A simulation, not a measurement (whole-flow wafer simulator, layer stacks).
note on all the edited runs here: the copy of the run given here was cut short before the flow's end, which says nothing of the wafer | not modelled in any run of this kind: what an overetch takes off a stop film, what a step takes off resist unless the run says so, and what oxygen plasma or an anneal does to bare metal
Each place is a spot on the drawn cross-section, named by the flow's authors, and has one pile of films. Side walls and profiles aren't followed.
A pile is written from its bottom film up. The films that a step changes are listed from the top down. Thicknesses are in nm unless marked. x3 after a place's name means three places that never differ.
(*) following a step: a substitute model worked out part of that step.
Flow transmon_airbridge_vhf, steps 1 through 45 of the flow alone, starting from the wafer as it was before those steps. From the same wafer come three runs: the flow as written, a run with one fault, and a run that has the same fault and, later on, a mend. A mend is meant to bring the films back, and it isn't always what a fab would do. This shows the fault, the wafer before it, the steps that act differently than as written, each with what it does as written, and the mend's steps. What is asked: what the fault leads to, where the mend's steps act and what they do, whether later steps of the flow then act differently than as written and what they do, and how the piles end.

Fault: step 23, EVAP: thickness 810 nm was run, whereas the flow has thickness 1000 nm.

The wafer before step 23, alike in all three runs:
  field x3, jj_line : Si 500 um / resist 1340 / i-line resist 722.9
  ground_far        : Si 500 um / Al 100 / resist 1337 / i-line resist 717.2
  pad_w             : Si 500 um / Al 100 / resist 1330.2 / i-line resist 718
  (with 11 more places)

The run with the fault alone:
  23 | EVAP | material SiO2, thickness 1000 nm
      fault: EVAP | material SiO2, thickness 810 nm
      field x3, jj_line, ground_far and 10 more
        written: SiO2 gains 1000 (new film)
        fault: SiO2 gains 810 (new film)
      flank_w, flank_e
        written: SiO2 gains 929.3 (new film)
        fault: SiO2 gains 752.7 (new film)
  Steps later in the flow that act otherwise than as written (not shown: 2 more steps that differ only slightly, by at most 2% or 0.5 nm, whichever is larger):
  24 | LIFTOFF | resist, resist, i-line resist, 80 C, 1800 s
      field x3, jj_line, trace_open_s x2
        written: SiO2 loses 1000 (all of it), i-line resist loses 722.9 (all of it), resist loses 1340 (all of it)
        fault: SiO2 loses 810 (all of it), i-line resist loses 722.9 (all of it), resist loses 1340 (all of it)
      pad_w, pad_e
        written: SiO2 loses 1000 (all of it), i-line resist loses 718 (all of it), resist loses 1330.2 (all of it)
        fault: SiO2 loses 810 (all of it), i-line resist loses 718 (all of it), resist loses 1330.2 (all of it)
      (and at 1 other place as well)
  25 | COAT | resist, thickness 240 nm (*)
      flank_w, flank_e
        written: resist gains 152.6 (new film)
        fault: resist gains 159 (new film)
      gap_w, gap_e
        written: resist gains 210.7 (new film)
        fault: resist gains 218.9 (new film)
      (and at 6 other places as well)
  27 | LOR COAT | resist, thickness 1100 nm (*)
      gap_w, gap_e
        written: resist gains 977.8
        fault: resist gains 1004
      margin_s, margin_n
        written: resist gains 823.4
        fault: resist gains 869.1
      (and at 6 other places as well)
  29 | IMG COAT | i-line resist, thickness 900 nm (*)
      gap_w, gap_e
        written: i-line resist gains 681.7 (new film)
        fault: i-line resist gains 727.7 (new film)
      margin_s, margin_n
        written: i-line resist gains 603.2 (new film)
        fault: i-line resist gains 663.4 (new film)
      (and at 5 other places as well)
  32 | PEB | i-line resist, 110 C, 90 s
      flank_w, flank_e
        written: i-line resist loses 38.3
        fault: i-line resist loses 40.2
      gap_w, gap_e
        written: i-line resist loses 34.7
        fault: i-line resist loses 37.1
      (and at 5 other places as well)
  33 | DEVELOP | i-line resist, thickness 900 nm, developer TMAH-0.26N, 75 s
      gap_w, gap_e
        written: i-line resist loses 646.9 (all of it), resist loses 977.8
        fault: i-line resist loses 690.5 (all of it), resist loses 1004
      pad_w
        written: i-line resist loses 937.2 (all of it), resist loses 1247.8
        fault: i-line resist loses 921.2 (all of it), resist loses 1218.2
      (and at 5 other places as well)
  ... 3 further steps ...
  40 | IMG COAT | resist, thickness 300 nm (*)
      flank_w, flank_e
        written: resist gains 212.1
        fault: resist gains 218.1
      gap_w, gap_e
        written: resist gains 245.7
        fault: resist gains 253.8
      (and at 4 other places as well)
  At pad_w, flank_w, gap_w and 7 more, the piles at the end differ from the flow's by more than 2% or 0.5 nm, whichever is larger.
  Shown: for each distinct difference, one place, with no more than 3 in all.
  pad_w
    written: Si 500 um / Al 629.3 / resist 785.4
    fault: Si 500 um / Al 629.5 / resist 769
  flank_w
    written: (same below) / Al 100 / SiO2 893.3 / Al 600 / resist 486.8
    fault: (same below) / Al 100 / SiO2 716.8 / Al 600 / resist 506.7
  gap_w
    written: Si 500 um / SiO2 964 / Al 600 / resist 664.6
    fault: Si 500 um / SiO2 774 / Al 600 / resist 680.9

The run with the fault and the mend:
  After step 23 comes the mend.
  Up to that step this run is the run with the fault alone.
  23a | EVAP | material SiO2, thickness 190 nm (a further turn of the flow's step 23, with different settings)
      field x3, jj_line, ground_far and 10 more
        SiO2 gains 190
      flank_w, flank_e
        SiO2 gains 176.7
  Later steps of the flow that are run all act as written at every place that is followed, up to a difference of at most 2% or 0.5 nm, whichever is larger.
  The piles end only slightly different from the flow's at the places that both follow, by no more than 2% or 0.5 nm, whichever is larger.
